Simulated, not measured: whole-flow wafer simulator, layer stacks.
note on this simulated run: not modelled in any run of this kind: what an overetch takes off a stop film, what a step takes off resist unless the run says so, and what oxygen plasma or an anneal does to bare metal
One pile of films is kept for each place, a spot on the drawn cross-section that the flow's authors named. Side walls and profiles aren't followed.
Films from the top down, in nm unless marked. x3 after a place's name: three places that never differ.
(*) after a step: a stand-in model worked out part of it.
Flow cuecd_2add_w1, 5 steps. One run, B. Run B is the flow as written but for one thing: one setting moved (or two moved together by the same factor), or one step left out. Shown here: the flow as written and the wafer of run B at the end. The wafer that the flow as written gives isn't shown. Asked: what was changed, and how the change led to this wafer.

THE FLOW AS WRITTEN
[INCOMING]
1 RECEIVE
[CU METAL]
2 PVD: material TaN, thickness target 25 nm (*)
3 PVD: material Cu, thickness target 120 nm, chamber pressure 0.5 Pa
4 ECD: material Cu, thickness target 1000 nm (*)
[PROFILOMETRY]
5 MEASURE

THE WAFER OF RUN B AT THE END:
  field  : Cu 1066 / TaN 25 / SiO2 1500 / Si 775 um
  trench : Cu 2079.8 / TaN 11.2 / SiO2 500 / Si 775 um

The cause: step 3, PVD: thickness target 66 nm was run, where the flow has thickness target 120 nm.

How the change led to this, step by step:
  3 PVD: material Cu, thickness target 120 nm, chamber pressure 0.5 Pa
      field: Cu +66 (new film) (as written it would be: Cu +120 (new film))
      trench: Cu +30 (new film) (as written it would be: Cu +53.6 (new film))
